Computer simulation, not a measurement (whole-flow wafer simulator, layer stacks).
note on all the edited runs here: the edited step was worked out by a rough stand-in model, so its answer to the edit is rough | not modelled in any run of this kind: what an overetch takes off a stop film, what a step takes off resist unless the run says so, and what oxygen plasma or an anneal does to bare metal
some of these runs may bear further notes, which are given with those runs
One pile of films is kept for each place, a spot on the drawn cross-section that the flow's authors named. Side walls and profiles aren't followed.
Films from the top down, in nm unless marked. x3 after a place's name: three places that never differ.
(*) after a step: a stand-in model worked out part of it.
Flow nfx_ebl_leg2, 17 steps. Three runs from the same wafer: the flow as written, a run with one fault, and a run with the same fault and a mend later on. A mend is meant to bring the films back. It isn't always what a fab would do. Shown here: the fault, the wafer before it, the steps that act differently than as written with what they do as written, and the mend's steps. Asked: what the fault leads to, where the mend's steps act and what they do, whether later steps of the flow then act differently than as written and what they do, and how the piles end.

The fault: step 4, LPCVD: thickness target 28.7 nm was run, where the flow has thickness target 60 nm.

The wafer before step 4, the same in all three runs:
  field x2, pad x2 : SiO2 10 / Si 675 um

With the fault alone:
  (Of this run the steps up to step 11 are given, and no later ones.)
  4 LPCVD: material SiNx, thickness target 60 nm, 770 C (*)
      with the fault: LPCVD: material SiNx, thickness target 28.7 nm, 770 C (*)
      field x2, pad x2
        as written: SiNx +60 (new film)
        with the fault: SiNx +28.7 (new film)
  No later step of the flow up to step 11 acts differently than as written at any place that is followed.
  After step 11 the piles differ from the flow's by more than 2% or 0.5 nm, whichever is larger, at field x2, pad x2.
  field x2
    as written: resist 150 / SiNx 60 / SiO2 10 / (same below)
    with the fault: resist 150 / SiNx 28.7 / SiO2 10 / (same below)
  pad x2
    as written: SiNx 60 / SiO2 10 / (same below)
    with the fault: SiNx 28.7 / SiO2 10 / (same below)

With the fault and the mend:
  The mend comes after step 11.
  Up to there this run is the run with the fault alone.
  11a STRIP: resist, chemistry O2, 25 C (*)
      field x2
        resist -150 (all of it)
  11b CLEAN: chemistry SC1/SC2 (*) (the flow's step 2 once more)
      changes no film at any place that is followed
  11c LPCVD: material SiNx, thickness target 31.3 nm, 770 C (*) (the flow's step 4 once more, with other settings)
      field x2, pad x2
        SiNx +31.3
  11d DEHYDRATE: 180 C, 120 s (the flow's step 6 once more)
      changes no film at any place that is followed
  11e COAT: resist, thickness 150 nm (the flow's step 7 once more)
      field x2, pad x2
        resist +150 (new film)
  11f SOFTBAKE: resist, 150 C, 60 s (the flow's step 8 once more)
      changes no film at any place that is followed
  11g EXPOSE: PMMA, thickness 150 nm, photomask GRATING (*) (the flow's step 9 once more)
      changes no film at any place that is followed
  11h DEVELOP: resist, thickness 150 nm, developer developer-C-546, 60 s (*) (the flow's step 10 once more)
      pad x2
        resist -150 (all of it)
  No later step of the flow acts differently than as written at any place that is followed.
  At the end the piles are the same as the flow's at every place that both follow.
